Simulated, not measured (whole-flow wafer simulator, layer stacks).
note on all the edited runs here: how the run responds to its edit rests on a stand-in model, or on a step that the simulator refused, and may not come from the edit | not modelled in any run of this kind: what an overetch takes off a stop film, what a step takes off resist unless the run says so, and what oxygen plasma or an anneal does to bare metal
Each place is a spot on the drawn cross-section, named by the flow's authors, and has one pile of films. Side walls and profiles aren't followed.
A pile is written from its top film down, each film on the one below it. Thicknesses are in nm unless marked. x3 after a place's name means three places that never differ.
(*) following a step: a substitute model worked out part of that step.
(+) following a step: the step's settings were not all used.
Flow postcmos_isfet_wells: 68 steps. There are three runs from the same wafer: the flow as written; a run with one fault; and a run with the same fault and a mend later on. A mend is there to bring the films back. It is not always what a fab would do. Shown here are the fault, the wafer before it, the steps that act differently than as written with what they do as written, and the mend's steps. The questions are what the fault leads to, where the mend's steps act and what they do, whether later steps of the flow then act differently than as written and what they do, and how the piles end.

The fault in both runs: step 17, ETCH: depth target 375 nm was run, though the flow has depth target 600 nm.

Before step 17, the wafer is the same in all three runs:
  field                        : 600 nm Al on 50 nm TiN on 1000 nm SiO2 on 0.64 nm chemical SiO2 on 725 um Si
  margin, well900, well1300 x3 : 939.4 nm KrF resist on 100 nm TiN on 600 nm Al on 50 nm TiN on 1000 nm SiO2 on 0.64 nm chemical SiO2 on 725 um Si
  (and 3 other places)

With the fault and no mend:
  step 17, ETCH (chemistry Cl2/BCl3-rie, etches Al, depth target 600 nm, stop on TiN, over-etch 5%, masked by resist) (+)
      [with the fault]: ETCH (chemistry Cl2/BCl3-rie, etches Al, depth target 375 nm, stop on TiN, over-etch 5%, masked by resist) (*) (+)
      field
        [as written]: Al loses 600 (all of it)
        [with the fault]: Al loses 375
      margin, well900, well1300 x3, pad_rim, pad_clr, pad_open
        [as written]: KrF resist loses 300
        [with the fault]: KrF resist loses 187.5
  Steps further on in the flow that do not act as written:
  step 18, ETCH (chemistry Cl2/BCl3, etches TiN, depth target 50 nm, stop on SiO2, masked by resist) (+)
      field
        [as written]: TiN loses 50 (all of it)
        [with the fault]: Al loses 50
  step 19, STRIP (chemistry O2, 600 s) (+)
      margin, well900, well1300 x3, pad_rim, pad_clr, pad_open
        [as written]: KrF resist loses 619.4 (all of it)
        [with the fault]: KrF resist loses 731.9 (all of it)
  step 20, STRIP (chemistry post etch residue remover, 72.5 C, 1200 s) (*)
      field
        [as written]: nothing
        [with the fault]: Al loses 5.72
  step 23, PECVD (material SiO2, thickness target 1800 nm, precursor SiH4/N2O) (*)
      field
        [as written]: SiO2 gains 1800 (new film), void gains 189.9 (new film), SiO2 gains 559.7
        [with the fault]: SiO2 gains 2330.3 (new film)
  By the end, the piles at field depart from the flow's by more than 2% or 0.5 nm, whichever is larger.
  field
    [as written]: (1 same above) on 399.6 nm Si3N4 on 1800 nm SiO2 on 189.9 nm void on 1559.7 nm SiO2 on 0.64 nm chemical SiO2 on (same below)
    [with the fault]: (1 same above) on 399.6 nm Si3N4 on 2330.3 nm SiO2 on 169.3 nm Al on 50 nm TiN on 1000 nm SiO2 on 0.64 nm chemical SiO2 on (same below)

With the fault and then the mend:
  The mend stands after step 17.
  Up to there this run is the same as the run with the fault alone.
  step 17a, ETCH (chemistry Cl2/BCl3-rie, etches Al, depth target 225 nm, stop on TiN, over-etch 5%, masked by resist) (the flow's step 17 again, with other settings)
      margin, well900, well1300 x3, pad_rim, pad_clr, pad_open
        KrF resist loses 112.5
      field
        Al loses 225 (all of it)
  None of the later steps of the flow acts differently than as written at any place that is followed.
  The piles end the same as the flow's at every place that both follow.
